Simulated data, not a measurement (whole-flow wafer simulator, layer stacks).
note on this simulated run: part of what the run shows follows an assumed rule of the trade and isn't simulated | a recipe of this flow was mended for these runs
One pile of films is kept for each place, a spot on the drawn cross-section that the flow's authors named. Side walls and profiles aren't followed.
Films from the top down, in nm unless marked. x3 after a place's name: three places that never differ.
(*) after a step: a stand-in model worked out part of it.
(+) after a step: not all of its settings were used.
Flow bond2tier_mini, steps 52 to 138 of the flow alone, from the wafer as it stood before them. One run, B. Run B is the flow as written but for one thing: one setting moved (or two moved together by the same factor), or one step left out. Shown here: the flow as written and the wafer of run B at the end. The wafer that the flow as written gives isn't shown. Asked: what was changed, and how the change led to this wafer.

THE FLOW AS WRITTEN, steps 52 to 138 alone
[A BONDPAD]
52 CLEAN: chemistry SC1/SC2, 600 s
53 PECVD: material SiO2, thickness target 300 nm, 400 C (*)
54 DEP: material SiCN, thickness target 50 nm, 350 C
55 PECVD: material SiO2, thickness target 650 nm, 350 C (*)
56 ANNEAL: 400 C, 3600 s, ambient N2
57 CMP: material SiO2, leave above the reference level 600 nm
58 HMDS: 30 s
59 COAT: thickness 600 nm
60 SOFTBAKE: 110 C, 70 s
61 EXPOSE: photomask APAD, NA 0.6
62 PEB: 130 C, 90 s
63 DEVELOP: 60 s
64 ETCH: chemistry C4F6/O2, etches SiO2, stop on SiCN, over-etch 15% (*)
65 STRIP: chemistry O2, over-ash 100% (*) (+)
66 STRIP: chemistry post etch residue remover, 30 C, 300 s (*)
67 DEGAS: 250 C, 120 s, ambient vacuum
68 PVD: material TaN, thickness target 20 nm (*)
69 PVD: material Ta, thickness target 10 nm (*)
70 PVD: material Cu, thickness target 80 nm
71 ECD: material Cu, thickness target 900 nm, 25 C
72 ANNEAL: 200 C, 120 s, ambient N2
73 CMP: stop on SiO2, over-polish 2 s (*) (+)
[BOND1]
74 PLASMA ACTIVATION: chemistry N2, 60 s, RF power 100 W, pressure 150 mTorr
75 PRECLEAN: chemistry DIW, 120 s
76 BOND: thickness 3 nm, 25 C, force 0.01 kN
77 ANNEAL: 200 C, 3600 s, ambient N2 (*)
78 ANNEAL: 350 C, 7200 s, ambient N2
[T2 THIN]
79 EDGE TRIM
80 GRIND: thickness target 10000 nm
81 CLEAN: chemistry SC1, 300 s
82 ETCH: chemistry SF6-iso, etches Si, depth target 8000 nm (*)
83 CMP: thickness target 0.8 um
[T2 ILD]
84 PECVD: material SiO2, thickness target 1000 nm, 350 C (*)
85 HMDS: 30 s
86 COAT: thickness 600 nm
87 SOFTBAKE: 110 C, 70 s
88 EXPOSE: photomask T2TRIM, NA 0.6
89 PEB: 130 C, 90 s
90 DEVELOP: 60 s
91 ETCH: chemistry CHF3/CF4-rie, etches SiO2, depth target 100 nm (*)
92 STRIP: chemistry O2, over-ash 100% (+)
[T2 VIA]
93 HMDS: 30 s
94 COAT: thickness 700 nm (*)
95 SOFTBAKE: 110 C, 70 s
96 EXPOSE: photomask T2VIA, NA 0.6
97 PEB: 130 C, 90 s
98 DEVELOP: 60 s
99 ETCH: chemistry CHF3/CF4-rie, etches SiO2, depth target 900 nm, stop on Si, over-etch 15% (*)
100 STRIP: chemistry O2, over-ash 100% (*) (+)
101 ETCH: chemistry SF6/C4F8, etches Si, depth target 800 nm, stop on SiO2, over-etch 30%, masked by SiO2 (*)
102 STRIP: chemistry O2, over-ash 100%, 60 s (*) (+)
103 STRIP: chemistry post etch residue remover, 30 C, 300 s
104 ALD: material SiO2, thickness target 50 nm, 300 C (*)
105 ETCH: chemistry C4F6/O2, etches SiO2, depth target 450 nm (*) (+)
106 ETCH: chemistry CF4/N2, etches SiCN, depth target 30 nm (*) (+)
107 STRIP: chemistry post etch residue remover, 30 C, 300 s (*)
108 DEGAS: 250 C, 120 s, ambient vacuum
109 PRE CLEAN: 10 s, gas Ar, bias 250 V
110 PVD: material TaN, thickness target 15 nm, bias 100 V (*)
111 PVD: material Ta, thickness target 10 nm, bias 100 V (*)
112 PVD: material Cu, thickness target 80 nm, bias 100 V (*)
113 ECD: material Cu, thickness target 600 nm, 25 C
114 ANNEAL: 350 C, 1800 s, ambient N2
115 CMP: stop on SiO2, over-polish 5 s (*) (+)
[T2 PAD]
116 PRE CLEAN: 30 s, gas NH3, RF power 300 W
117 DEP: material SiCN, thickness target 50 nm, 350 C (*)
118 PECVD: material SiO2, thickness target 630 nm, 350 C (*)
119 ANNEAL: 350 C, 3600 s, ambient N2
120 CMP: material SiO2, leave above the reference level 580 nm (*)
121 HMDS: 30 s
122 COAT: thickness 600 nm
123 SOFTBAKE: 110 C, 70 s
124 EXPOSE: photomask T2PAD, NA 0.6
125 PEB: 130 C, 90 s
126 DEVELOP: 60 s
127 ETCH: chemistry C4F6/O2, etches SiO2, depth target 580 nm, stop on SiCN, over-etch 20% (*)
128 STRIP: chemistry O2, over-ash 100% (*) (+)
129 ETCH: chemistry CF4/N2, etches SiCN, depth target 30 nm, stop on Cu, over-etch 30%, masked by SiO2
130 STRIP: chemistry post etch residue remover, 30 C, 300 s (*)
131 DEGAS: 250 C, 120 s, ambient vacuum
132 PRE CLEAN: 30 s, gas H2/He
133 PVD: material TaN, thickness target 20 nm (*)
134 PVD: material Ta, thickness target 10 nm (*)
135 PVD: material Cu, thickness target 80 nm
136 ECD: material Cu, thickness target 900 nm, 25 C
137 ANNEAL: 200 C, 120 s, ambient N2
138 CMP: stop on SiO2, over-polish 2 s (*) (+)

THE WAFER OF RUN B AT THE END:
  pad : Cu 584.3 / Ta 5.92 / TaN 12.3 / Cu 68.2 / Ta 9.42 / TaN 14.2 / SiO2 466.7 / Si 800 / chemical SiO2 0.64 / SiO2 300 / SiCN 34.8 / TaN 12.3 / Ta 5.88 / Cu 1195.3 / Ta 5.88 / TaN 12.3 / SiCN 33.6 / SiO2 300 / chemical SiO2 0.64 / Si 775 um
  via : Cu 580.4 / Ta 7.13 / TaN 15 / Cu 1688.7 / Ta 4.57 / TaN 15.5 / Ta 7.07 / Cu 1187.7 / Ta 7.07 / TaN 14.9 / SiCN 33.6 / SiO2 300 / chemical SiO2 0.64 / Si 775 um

The cause: step 64, ETCH: over-etch 16.2% was run, where the flow has over-etch 15%.

How the change led to this, step by step:
  64 ETCH: chemistry C4F6/O2, etches SiO2, stop on SiCN, over-etch 15% (*)
      pad, via: SiO2 -600 (all of it), SiCN -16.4 (as written it would be: SiO2 -600 (all of it), SiCN -15.2)
